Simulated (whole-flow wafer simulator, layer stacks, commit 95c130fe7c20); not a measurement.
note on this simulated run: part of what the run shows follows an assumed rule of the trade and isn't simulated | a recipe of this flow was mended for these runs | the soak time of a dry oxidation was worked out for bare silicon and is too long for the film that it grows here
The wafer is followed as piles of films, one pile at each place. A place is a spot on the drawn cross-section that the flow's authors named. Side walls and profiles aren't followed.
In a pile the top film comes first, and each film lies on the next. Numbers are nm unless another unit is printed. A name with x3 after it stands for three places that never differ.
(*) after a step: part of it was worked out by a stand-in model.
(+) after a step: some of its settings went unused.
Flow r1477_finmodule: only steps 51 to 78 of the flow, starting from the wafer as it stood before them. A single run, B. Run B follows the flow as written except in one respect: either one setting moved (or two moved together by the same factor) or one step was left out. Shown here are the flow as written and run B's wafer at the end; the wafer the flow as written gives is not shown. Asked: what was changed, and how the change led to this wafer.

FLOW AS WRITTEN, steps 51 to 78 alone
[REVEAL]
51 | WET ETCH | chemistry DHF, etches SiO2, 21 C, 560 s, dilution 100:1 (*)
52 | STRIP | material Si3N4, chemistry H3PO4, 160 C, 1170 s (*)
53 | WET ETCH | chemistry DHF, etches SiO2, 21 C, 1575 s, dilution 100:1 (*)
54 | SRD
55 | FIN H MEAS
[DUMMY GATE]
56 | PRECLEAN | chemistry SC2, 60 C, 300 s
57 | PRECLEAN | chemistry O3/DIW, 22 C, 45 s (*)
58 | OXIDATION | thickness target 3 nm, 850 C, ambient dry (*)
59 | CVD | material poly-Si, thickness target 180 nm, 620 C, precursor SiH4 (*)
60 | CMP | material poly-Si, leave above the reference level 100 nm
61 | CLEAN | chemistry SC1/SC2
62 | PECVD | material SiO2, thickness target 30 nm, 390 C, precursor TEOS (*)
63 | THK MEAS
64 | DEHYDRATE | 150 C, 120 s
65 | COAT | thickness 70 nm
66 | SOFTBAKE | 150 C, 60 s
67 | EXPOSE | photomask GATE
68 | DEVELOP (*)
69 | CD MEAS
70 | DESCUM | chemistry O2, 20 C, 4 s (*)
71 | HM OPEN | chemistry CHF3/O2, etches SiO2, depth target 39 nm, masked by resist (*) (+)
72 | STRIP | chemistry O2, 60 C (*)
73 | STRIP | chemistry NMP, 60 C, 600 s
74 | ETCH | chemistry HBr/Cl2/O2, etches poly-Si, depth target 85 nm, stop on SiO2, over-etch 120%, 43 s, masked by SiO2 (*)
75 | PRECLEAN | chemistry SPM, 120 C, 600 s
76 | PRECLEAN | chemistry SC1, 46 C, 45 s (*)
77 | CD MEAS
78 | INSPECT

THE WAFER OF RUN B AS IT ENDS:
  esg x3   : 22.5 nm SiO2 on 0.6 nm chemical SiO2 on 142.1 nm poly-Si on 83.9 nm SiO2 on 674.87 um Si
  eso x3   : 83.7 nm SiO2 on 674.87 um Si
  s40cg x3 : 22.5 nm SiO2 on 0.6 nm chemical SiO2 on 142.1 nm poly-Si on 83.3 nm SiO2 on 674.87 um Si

The reason: step 53, WET ETCH: 1496 s was run, while the flow as written has 1575 s.

How this came from the change, step by step:
  53 | WET ETCH | chemistry DHF, etches SiO2, 21 C, 1575 s, dilution 100:1 (*)
      esg x3, e200sg, s40cg x3, s40sg x3, eso x3, e200so, s40co x3, s40so x3: -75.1 SiO2 (it would be, as written: -79.1 SiO2)
      pad, padg: -81.4 SiO2 (it would be, as written: -85.7 SiO2)
  60 | CMP | material poly-Si, leave above the reference level 100 nm
      pad, padg: -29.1 poly-Si (it would be, as written: -24.8 poly-Si)
  74 | ETCH | chemistry HBr/Cl2/O2, etches poly-Si, depth target 85 nm, stop on SiO2, over-etch 120%, 43 s, masked by SiO2 (*)
      eso x3, e200so, s40co x3, s40so x3: -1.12 chemical SiO2 (all of it), -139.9 poly-Si (all of it), -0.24 SiO2 (it would be, as written: -1.12 chemical SiO2 (all of it), -143.9 poly-Si (all of it), -0.22 SiO2)
      pad: -1.12 chemical SiO2 (all of it), -148.5 poly-Si (all of it), -0.19 SiO2 (it would be, as written: -1.12 chemical SiO2 (all of it), -152.8 poly-Si (all of it), -0.17 SiO2)
